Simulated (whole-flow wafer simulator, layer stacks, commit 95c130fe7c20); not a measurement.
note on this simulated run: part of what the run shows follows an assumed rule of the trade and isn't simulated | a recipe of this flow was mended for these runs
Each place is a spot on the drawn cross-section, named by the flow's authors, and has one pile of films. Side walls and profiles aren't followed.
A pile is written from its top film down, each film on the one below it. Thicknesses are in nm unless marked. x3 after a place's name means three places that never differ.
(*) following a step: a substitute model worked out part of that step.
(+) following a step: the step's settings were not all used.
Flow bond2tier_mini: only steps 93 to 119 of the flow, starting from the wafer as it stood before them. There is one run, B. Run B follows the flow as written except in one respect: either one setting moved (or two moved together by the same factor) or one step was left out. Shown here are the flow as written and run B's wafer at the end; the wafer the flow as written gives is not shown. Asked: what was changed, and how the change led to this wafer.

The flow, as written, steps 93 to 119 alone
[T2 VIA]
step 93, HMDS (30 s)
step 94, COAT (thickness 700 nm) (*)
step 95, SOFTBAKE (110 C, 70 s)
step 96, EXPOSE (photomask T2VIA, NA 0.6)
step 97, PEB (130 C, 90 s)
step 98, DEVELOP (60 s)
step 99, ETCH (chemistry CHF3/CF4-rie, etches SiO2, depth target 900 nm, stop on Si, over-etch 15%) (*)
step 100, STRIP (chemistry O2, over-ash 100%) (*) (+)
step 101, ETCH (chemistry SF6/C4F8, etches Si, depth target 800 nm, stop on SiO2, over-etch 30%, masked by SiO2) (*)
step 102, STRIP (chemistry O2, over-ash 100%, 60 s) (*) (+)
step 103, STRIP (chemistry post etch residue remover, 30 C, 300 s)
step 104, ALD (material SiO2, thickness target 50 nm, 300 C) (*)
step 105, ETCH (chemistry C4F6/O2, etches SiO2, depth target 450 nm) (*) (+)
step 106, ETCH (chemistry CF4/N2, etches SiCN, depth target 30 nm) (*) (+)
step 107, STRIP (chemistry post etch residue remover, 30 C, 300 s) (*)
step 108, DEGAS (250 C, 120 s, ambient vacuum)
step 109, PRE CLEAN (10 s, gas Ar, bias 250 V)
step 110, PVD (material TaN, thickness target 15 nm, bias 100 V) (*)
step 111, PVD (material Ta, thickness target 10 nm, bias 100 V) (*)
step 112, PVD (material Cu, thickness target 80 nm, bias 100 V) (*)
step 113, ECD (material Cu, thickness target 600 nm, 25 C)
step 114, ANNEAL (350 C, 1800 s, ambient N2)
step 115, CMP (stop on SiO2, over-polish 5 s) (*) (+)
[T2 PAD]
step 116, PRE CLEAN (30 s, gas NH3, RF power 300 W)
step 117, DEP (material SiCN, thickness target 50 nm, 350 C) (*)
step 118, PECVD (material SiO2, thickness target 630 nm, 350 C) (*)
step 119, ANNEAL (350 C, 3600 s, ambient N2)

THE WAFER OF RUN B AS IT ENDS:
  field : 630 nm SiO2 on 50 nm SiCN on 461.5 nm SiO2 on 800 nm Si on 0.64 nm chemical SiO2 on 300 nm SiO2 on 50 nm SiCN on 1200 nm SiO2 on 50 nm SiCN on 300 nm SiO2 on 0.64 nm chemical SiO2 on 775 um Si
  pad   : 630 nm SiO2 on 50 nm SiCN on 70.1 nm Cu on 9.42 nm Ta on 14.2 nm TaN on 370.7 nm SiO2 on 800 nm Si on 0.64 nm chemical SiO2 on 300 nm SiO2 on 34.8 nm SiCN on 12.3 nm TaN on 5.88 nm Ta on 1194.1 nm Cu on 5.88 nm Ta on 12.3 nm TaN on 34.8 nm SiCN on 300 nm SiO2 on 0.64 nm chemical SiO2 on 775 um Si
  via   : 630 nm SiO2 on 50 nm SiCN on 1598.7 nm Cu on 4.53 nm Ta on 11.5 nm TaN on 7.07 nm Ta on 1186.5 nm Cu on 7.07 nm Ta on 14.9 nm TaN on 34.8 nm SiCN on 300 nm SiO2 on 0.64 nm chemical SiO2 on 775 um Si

Cause: step 104, ALD: thickness target 62 nm was run, though the flow has thickness target 50 nm; step 105, ETCH: depth target 558 nm was run, where the flow has depth target 450 nm.

Step by step, how the change led to this:
  step 104, ALD (material SiO2, thickness target 50 nm, 300 C) (*)
      field, pad, via: SiO2 gains 62 (in the flow as written it would be: SiO2 gains 50)
  step 105, ETCH (chemistry C4F6/O2, etches SiO2, depth target 450 nm) (*) (+)
      field, pad: SiO2 loses 558 (in the flow as written it would be: SiO2 loses 450)
      via: SiO2 loses 360.1 (all of it), SiCN loses 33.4 (in the flow as written it would be: SiO2 loses 348.1 (all of it), SiCN loses 17.2)
  step 106, ETCH (chemistry CF4/N2, etches SiCN, depth target 30 nm) (*) (+)
      via: SiCN loses 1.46 (all of it), TaN loses 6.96 (in the flow as written it would be: SiCN loses 17.6 (all of it), TaN loses 3.01)
  step 113, ECD (material Cu, thickness target 600 nm, 25 C)
      via: Cu gains 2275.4 (in the flow as written it would be: Cu gains 2367)
